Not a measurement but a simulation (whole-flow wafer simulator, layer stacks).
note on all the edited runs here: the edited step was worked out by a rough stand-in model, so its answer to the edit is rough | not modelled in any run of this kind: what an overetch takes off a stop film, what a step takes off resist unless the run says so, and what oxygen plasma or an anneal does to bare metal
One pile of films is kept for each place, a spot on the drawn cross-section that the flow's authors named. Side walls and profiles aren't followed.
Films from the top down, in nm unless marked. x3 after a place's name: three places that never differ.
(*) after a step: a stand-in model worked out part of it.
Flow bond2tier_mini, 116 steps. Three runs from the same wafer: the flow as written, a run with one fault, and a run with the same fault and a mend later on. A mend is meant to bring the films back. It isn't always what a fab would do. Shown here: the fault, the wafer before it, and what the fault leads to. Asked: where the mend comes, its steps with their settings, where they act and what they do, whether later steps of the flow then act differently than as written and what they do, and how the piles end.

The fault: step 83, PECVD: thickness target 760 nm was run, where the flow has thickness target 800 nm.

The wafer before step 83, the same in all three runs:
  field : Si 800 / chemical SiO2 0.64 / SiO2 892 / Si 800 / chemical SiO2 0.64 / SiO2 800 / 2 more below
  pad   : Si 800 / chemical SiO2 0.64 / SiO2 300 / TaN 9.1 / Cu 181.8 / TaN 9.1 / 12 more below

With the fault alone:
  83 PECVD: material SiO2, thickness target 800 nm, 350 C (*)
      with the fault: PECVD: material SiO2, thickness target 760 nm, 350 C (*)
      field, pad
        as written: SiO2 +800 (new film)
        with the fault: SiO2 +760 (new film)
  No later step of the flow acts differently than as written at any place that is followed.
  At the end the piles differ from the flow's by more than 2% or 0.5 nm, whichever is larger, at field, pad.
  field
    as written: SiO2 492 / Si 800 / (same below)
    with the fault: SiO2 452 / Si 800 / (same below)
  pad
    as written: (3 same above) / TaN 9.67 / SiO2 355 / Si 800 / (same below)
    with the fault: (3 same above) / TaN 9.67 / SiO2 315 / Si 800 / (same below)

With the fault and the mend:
  The mend comes after step 83.
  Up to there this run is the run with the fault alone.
  83a PECVD: material SiO2, thickness target 40 nm, 350 C (the flow's step 83 once more, with other settings)
      field, pad
        SiO2 +40
  No later step of the flow acts differently than as written at any place that is followed.
  At the end the piles are the same as the flow's at every place that both follow.
